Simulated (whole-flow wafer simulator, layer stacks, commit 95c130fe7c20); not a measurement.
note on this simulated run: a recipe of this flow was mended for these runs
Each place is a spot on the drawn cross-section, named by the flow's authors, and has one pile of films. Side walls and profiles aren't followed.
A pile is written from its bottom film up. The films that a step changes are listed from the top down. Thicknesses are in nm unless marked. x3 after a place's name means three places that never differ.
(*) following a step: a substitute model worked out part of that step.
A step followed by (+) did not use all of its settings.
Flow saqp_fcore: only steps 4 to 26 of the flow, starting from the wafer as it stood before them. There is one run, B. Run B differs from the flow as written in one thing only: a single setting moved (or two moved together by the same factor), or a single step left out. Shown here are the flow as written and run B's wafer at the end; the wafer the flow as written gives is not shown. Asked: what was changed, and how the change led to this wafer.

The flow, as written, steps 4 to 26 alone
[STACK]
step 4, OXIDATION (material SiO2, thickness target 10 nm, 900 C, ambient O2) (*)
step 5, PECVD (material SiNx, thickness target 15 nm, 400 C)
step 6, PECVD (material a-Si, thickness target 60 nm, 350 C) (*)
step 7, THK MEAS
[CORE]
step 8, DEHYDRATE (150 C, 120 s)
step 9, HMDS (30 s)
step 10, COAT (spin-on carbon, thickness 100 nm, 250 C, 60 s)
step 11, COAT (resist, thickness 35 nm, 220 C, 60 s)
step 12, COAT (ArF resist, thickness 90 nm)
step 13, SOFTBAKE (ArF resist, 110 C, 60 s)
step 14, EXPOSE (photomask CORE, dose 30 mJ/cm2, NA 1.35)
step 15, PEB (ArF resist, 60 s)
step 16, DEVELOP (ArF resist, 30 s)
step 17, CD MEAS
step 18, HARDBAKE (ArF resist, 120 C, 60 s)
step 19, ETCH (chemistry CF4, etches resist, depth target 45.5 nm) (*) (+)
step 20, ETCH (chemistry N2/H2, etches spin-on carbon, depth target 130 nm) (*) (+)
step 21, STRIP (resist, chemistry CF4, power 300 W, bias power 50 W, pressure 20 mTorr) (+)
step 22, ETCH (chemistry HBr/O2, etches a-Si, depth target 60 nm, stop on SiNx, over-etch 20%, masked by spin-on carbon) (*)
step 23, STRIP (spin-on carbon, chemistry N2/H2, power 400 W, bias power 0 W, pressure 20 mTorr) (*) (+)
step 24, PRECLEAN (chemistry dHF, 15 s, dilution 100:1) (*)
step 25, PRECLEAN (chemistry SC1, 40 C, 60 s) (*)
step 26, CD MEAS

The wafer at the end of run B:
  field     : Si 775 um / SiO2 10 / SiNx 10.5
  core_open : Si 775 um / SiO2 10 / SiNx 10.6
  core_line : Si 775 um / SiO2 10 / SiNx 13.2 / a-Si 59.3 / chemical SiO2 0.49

The reason: step 5, PECVD: thickness target 13.2 nm was run, though the flow has thickness target 15 nm.
The wafer itself shows it: core_line has SiNx 13.2, and step 5 as written asks for 15 nm.

Step by step, how the change led to this:
  step 5, PECVD (material SiNx, thickness target 15 nm, 400 C)
      field, core_open, core_line: SiNx gains 13.2 (new film) (as written it would have been: SiNx gains 15 (new film))
